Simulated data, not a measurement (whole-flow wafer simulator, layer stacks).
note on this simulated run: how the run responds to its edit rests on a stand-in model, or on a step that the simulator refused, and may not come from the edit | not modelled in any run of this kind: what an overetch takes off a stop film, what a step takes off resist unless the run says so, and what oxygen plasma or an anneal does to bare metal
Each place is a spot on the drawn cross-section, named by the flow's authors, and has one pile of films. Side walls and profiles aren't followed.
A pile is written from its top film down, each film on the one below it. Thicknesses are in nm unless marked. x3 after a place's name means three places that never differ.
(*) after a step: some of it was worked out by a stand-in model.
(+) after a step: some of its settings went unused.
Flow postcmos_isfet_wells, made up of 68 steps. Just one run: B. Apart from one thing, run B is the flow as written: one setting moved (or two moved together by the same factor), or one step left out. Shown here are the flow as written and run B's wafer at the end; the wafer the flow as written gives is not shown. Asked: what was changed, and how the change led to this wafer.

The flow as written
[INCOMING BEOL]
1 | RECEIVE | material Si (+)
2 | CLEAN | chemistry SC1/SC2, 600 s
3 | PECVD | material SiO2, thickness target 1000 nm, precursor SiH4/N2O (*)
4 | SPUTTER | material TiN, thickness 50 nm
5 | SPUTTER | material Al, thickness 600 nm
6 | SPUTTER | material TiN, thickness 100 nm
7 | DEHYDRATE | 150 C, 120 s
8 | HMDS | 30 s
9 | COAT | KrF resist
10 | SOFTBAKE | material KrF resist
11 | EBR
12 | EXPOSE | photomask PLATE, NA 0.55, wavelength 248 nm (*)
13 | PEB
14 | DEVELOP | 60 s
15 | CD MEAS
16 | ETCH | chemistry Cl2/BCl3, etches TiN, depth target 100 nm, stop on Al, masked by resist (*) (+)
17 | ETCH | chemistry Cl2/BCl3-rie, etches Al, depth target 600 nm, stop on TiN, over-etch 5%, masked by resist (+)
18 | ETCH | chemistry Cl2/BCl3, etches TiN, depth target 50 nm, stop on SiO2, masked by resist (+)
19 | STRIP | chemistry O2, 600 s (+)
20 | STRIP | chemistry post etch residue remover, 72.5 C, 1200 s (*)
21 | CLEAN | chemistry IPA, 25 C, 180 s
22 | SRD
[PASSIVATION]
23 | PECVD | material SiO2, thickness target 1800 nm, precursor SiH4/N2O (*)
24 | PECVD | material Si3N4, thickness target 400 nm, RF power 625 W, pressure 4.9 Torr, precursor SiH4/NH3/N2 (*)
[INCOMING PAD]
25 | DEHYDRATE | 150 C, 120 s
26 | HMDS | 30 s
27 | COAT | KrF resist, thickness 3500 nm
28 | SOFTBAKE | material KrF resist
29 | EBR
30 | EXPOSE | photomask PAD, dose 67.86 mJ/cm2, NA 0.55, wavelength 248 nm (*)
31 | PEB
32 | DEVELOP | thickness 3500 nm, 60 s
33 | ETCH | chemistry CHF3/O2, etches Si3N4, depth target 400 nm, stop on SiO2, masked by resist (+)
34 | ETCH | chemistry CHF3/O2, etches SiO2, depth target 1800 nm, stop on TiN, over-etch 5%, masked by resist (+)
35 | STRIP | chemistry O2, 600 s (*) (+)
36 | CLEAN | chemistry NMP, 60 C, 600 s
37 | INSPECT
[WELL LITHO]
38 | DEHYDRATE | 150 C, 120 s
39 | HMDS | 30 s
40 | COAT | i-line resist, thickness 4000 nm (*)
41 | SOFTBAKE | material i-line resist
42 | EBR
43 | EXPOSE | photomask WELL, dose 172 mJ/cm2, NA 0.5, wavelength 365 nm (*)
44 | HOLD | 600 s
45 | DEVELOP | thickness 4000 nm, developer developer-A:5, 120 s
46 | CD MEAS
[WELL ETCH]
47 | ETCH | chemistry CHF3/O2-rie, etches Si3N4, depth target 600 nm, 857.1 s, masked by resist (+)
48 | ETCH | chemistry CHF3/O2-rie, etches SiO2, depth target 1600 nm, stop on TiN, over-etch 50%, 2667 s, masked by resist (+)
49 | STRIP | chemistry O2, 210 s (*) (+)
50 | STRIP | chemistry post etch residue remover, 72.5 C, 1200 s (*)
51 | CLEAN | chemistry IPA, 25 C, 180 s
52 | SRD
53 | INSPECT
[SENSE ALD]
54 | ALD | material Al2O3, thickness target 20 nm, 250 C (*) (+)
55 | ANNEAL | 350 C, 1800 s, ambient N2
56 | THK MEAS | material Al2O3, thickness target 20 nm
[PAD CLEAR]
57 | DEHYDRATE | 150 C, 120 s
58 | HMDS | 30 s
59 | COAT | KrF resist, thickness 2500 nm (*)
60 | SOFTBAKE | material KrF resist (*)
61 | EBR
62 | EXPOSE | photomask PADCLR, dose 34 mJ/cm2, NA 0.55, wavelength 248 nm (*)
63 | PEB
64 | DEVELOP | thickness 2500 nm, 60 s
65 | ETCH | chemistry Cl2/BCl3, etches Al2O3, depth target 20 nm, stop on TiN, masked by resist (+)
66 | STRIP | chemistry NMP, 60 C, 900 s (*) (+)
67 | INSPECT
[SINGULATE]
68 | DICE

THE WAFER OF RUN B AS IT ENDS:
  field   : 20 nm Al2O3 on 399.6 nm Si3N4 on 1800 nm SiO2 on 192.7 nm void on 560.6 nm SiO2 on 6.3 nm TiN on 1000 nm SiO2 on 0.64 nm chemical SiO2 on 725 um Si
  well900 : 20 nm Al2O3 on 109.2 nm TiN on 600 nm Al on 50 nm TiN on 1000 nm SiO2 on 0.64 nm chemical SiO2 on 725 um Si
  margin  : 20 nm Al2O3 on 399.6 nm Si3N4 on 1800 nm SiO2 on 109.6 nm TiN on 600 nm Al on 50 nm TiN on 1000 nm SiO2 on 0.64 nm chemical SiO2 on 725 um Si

What caused this: step 6, SPUTTER: thickness 110 nm was run, though the flow has thickness 100 nm.

The path from the change to this, step by step:
  6 | SPUTTER | material TiN, thickness 100 nm
      field, margin, well900 and 6 more: +110 TiN (new film) (it would be, as written: +100 TiN (new film))
  16 | ETCH | chemistry Cl2/BCl3, etches TiN, depth target 100 nm, stop on Al, masked by resist (*) (+)
      field: -100 TiN (it would be, as written: -100 TiN (all of it))
  17 | ETCH | chemistry Cl2/BCl3-rie, etches Al, depth target 600 nm, stop on TiN, over-etch 5%, masked by resist (+)
      field: -10 TiN (all of it), -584 Al (it would be, as written: -600 Al (all of it))
  18 | ETCH | chemistry Cl2/BCl3, etches TiN, depth target 50 nm, stop on SiO2, masked by resist (+)
      field: -16 Al (all of it), -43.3 TiN (it would be, as written: -50 TiN (all of it))
  23 | PECVD | material SiO2, thickness target 1800 nm, precursor SiH4/N2O (*)
      field: +1800 SiO2 (new film), +192.7 void (new film), +560.6 SiO2 (new film) (it would be, as written: +1800 SiO2 (new film), +189.9 void (new film), +559.7 SiO2)
With metal films that touch counted as one body, field has 1 body; the flow as written gives 0 bodies.
